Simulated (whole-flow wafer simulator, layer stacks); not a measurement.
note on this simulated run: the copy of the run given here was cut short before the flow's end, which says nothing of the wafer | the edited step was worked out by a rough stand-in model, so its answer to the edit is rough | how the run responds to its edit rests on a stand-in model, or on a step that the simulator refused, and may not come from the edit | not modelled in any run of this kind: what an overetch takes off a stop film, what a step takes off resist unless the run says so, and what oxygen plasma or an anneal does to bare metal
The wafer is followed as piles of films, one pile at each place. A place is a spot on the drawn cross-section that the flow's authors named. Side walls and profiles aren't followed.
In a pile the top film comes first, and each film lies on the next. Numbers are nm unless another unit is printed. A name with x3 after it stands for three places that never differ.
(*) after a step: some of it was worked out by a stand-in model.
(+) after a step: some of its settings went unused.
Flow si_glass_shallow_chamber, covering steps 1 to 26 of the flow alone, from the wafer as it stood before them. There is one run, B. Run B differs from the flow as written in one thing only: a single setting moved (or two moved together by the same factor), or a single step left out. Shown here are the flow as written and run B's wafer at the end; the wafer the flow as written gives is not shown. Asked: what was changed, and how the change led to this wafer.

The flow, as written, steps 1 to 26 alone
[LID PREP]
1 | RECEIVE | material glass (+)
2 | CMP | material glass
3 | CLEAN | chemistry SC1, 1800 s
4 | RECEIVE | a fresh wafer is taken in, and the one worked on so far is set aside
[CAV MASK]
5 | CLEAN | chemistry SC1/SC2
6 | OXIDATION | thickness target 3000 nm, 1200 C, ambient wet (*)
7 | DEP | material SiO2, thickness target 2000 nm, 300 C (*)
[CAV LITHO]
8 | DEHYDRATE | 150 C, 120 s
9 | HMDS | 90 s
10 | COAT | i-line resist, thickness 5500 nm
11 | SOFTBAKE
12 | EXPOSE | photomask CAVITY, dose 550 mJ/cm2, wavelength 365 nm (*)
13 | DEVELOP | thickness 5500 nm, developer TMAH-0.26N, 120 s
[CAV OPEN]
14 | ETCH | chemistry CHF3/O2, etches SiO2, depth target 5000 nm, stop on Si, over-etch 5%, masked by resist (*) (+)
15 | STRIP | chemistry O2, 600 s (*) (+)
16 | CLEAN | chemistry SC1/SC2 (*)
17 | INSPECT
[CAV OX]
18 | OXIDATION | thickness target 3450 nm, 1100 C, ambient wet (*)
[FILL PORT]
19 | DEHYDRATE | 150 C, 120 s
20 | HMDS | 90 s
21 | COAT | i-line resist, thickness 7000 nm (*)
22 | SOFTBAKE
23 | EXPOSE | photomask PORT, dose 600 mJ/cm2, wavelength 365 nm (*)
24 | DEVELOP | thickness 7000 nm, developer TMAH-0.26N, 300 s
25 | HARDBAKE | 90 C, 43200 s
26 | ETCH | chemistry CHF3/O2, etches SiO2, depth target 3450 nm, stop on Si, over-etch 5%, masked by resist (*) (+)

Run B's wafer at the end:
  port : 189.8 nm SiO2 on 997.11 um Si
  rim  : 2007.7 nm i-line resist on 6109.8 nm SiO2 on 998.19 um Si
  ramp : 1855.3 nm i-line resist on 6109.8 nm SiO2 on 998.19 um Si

What caused this: step 26, ETCH: depth target 3105 nm was run, though the flow has depth target 3450 nm.

Step by step, how the change led to this:
  26 | ETCH | chemistry CHF3/O2, etches SiO2, depth target 3450 nm, stop on Si, over-etch 5%, masked by resist (*) (+)
      port: SiO2 loses 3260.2 (as written it would have been: SiO2 loses 3450 (all of it), Si loses 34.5)
      rim, ramp, cav, ring: i-line resist loses 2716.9 (as written it would have been: i-line resist loses 3018.8)
      (as well as at 1 more place)
